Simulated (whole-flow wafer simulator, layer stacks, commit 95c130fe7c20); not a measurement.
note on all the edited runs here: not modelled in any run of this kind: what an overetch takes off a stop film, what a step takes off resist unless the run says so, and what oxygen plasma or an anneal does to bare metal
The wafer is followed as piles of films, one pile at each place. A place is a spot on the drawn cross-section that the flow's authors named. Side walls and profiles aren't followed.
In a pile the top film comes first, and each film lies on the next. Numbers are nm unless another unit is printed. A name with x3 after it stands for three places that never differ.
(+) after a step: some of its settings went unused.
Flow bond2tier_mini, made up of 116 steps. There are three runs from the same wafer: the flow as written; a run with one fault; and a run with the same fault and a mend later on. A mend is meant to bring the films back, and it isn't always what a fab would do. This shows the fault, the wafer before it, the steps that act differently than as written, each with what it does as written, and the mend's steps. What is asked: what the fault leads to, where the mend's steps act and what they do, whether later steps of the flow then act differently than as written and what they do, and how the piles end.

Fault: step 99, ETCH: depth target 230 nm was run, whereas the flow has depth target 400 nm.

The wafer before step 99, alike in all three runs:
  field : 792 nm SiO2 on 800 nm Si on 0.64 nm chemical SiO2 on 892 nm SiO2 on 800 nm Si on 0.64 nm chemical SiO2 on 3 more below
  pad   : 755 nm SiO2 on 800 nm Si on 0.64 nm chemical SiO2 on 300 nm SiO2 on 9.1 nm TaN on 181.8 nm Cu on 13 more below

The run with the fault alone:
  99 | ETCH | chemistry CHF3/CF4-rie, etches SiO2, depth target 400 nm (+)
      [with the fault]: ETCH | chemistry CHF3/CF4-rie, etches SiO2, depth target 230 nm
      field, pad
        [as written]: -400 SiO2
        [with the fault]: -230 SiO2
  Every later step of the flow that is run acts as written at every place that is followed.
  By the end, the piles at field, pad depart from the flow's by more than 2% or 0.5 nm, whichever is larger.
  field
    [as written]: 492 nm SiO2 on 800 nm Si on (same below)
    [with the fault]: 662 nm SiO2 on 800 nm Si on (same below)
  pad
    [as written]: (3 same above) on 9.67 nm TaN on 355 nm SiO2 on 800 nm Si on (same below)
    [with the fault]: (3 same above) on 9.67 nm TaN on 525 nm SiO2 on 800 nm Si on (same below)

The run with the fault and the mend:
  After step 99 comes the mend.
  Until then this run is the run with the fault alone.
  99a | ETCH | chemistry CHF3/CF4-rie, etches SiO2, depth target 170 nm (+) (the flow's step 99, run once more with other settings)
      field, pad
        -170 SiO2
  Every later step of the flow that is run acts as written at every place that is followed.
  By the end, the piles equal the flow's at every place that both follow.
